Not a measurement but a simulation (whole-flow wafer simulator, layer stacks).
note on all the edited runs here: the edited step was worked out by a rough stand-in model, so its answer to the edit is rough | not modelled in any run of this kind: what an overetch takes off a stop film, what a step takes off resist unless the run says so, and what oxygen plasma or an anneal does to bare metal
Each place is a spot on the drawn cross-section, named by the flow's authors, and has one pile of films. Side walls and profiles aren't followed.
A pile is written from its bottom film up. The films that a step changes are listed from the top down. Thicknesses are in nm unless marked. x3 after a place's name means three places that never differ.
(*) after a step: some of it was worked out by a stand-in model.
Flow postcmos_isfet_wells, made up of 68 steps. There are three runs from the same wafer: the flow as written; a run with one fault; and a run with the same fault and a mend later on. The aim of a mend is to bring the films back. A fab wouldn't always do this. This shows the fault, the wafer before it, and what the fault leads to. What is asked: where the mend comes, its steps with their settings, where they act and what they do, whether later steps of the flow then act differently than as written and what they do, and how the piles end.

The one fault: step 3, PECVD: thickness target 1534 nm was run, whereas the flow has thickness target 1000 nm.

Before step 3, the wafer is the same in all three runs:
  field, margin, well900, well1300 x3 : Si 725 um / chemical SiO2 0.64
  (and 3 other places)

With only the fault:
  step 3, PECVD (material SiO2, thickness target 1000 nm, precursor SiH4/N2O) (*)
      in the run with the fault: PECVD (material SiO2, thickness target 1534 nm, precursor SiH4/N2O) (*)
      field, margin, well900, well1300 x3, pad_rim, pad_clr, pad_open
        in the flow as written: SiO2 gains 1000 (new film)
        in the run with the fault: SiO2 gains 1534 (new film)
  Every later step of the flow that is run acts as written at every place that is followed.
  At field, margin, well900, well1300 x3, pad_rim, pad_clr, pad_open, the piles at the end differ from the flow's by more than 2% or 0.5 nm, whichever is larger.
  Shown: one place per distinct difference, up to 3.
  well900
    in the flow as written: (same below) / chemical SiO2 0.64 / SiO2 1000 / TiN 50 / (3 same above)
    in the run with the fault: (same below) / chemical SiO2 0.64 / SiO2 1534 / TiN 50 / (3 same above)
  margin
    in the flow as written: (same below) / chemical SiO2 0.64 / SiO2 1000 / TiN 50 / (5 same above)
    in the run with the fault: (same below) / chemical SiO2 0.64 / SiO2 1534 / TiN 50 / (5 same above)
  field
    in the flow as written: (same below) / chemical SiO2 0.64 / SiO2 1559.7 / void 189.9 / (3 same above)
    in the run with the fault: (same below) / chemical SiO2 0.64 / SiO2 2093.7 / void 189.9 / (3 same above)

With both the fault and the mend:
  After step 3 comes the mend.
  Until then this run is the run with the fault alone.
  step 3a, ETCH (chemistry boe, depth target 1764 nm)
      field, margin, well900, well1300 x3, pad_rim, pad_clr, pad_open
        SiO2 loses 1534 (all of it), chemical SiO2 loses 0.64 (all of it)
  step 3b, PECVD (material SiO2, thickness target 1000 nm, precursor SiH4/N2O) (the flow's step 3 again)
      field, margin, well900, well1300 x3, pad_rim, pad_clr, pad_open
        SiO2 gains 1000 (new film)
  Every later step of the flow that is run acts as written at every place that is followed.
  At field, margin, well900, well1300 x3, pad_rim, pad_clr, pad_open, the piles at the end differ from the flow's by more than 2% or 0.5 nm, whichever is larger.
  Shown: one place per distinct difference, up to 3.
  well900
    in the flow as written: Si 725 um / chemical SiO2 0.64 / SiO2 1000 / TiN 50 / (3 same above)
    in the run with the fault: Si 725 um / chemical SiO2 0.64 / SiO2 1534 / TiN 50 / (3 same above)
    in the run with the mend: Si 725 um / SiO2 1000 / TiN 50 / (3 same above)
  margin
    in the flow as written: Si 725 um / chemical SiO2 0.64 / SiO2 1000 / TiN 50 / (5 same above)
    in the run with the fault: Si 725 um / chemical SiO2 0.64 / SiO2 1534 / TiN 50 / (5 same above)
    in the run with the mend: Si 725 um / SiO2 1000 / TiN 50 / (5 same above)
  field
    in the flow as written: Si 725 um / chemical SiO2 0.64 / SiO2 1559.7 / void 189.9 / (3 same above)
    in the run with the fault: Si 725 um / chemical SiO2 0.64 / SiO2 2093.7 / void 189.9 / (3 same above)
    in the run with the mend: Si 725 um / SiO2 1559.7 / void 189.9 / (3 same above)
